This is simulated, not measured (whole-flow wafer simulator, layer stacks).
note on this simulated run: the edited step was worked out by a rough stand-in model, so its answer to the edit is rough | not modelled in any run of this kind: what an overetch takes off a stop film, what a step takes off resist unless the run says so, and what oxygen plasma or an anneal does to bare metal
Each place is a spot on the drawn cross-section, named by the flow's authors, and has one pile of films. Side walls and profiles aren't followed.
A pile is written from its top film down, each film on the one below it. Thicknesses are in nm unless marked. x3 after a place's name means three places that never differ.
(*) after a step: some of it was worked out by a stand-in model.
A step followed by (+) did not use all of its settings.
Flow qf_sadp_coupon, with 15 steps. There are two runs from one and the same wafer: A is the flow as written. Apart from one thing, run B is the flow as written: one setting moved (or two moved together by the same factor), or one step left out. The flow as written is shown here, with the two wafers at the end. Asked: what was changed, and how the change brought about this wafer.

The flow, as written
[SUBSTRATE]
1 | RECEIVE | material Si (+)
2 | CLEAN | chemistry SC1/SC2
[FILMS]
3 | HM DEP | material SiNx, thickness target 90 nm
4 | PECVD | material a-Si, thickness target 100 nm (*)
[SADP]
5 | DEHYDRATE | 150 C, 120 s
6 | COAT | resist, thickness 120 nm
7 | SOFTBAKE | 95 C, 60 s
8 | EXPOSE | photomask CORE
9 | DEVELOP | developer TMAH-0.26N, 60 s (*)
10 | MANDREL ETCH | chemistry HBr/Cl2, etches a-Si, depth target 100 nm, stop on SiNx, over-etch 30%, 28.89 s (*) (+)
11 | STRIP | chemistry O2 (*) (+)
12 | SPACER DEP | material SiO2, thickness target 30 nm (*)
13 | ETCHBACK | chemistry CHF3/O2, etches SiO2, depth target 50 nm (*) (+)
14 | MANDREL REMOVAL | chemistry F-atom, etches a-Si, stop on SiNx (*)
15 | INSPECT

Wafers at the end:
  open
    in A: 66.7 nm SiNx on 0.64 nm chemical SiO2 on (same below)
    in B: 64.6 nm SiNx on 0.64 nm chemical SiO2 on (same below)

What caused this: step 4, PECVD: thickness target 85.2 nm was run, whereas the flow has thickness target 100 nm.

Step by step, how the change led to this:
  4 | PECVD | material a-Si, thickness target 100 nm (*)
      m, open: A +100 a-Si (new film) | B +85.2 a-Si (new film)
  10 | MANDREL ETCH | chemistry HBr/Cl2, etches a-Si, depth target 100 nm, stop on SiNx, over-etch 30%, 28.89 s (*) (+)
      open: A -100 a-Si (all of it), -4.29 SiNx | B -85.2 a-Si (all of it), -6.4 SiNx
  14 | MANDREL REMOVAL | chemistry F-atom, etches a-Si, stop on SiNx (*)
      m: A -95.8 a-Si (all of it) | B -81 a-Si (all of it)
